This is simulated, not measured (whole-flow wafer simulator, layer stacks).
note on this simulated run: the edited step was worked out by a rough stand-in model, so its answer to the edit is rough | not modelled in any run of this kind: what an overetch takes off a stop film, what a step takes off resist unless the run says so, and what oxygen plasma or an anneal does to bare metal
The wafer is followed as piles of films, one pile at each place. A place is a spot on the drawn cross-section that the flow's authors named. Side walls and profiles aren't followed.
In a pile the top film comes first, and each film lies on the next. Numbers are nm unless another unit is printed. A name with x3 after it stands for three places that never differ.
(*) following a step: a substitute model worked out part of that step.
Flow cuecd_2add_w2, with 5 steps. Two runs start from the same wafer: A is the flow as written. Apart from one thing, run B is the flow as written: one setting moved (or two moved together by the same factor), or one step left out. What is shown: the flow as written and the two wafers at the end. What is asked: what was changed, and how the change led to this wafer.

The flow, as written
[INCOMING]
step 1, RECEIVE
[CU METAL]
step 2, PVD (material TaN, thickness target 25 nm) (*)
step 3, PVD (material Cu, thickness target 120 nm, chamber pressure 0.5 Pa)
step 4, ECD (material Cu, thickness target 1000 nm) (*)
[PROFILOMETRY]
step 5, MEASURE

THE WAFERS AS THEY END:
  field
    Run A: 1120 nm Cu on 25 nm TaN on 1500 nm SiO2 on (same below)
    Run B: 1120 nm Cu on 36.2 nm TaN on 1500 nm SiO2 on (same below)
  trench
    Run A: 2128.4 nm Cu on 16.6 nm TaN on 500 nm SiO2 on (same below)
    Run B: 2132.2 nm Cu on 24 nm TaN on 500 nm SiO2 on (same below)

What caused this: step 2, PVD: thickness target 36.2 nm was run, while the flow as written has thickness target 25 nm.
One can read it off the wafer: field has TaN 36.2, and step 2 as written asks for 25 nm.

How this came from the change, step by step:
  step 2, PVD (material TaN, thickness target 25 nm) (*)
      field: A +25 TaN (new film) | B +36.2 TaN (new film)
      trench: A +16.6 TaN (new film) | B +24 TaN (new film)
